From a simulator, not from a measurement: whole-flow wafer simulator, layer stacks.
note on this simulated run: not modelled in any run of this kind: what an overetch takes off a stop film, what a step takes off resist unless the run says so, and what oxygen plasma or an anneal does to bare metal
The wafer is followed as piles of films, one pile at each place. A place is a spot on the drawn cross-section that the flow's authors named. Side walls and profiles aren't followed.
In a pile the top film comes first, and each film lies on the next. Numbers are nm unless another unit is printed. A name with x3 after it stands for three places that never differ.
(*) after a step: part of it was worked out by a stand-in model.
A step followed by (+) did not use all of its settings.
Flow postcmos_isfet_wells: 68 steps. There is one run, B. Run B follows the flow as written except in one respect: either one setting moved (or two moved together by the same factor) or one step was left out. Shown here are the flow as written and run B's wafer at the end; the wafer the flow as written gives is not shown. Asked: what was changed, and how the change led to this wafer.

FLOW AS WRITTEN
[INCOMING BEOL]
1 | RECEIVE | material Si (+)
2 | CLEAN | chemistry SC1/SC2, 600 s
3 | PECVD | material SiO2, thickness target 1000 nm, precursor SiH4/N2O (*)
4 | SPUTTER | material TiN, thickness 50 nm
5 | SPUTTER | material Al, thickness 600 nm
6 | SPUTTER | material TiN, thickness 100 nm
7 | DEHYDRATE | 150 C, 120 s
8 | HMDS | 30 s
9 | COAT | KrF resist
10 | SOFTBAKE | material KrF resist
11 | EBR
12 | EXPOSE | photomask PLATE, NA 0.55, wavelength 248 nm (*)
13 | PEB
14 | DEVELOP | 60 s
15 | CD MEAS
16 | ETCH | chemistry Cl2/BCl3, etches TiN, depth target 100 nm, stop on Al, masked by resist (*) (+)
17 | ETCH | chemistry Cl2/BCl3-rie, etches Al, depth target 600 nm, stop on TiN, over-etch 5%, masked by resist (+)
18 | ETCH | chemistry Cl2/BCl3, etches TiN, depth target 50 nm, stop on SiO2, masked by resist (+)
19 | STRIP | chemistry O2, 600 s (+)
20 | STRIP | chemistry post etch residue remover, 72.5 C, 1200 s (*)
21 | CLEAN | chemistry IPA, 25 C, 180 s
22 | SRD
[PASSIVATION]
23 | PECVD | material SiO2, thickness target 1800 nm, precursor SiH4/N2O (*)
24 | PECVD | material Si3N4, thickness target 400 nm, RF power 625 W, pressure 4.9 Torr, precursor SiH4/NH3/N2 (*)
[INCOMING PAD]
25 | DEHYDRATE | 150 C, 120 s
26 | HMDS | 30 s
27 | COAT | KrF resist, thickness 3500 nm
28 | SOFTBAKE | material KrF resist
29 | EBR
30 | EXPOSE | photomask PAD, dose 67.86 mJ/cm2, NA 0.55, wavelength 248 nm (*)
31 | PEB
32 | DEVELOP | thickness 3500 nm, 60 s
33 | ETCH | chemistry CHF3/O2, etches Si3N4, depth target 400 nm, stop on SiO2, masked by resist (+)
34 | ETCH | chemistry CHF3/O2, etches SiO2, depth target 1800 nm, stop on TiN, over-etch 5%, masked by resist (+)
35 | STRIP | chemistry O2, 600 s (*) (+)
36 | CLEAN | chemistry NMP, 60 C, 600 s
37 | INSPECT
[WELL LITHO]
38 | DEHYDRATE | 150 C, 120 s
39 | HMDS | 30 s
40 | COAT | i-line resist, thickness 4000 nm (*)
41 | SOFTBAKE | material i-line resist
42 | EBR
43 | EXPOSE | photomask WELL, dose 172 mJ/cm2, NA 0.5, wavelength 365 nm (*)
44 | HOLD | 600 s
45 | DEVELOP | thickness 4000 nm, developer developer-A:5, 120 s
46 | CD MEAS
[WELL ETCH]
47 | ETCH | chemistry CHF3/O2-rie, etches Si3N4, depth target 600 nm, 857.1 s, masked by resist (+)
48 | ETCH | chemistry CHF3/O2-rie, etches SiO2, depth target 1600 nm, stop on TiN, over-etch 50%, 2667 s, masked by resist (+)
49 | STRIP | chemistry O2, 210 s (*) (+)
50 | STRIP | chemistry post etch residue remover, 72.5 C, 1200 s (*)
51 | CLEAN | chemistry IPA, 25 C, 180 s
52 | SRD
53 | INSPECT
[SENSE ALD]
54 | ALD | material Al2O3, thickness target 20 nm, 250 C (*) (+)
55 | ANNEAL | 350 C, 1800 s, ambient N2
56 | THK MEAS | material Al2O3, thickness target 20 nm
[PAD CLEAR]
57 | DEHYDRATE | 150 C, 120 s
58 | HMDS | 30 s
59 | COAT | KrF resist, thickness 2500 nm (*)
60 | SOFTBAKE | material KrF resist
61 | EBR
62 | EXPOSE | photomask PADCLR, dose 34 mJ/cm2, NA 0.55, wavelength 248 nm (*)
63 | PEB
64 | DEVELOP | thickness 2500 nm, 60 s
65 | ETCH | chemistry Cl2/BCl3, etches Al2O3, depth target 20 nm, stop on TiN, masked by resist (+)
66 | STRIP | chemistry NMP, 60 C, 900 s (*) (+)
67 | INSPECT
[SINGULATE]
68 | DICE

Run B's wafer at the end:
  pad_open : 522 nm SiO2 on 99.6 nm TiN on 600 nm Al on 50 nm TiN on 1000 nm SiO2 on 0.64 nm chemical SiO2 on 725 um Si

The reason: step 34, ETCH: depth target 1278 nm was run, whereas the flow has depth target 1800 nm.

How this came from the change, step by step:
  34 | ETCH | chemistry CHF3/O2, etches SiO2, depth target 1800 nm, stop on TiN, over-etch 5%, masked by resist (+)
      pad_open: SiO2 loses 1278 (in the flow as written it would be: SiO2 loses 1800 (all of it))
      field, margin, well900, well1300 x3, pad_rim, pad_clr: KrF resist loses 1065 (in the flow as written it would be: KrF resist loses 1500)
  35 | STRIP | chemistry O2, 600 s (*) (+)
      field, margin, well900, well1300 x3, pad_rim, pad_clr: KrF resist loses 2048.3 (all of it) (in the flow as written it would be: KrF resist loses 1613.3 (all of it))
  40 | COAT | i-line resist, thickness 4000 nm (*)
      pad_clr: i-line resist gains 3422.1 (new film) (in the flow as written it would be: i-line resist gains 3256.8 (new film))
      pad_open: i-line resist gains 4616.6 (new film) (in the flow as written it would be: i-line resist gains 4804.7 (new film))
  41 | SOFTBAKE | material i-line resist
      pad_clr: i-line resist loses 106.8 (in the flow as written it would be: i-line resist loses 156.7)
      pad_open: i-line resist gains 91.2 (in the flow as written it would be: i-line resist gains 115.3)
  49 | STRIP | chemistry O2, 210 s (*) (+)
      pad_clr: i-line resist loses 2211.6 (all of it) (in the flow as written it would be: i-line resist loses 1996.5 (all of it))
      pad_open: i-line resist loses 3604.1 (all of it) (in the flow as written it would be: i-line resist loses 3816.3 (all of it))
  59 | COAT | KrF resist, thickness 2500 nm (*)
      pad_rim: KrF resist gains 2095.7 (new film) (in the flow as written it would be: KrF resist gains 1976.4 (new film))
      pad_clr: KrF resist gains 1868.9 (new film) (in the flow as written it would be: KrF resist gains 1691.6 (new film))
      (and at 1 other place as well)
  60 | SOFTBAKE | material KrF resist
      pad_clr: KrF resist loses 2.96 (in the flow as written it would be: KrF resist loses 3.77)
  63 | PEB
      pad_rim: KrF resist loses 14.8 (in the flow as written it would be: KrF resist loses 13.9)
      pad_clr: KrF resist loses 13.1 (in the flow as written it would be: KrF resist loses 11.8)
      (and at 1 other place as well)
  64 | DEVELOP | thickness 2500 nm, 60 s
      pad_clr: KrF resist loses 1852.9 (all of it) (in the flow as written it would be: KrF resist loses 1676 (all of it))
      pad_open: KrF resist loses 2914.2 (all of it) (in the flow as written it would be: KrF resist loses 3045.1 (all of it))
  66 | STRIP | chemistry NMP, 60 C, 900 s (*) (+)
      pad_rim: KrF resist loses 2041.9 (all of it) (in the flow as written it would be: KrF resist loses 1923.7 (all of it))
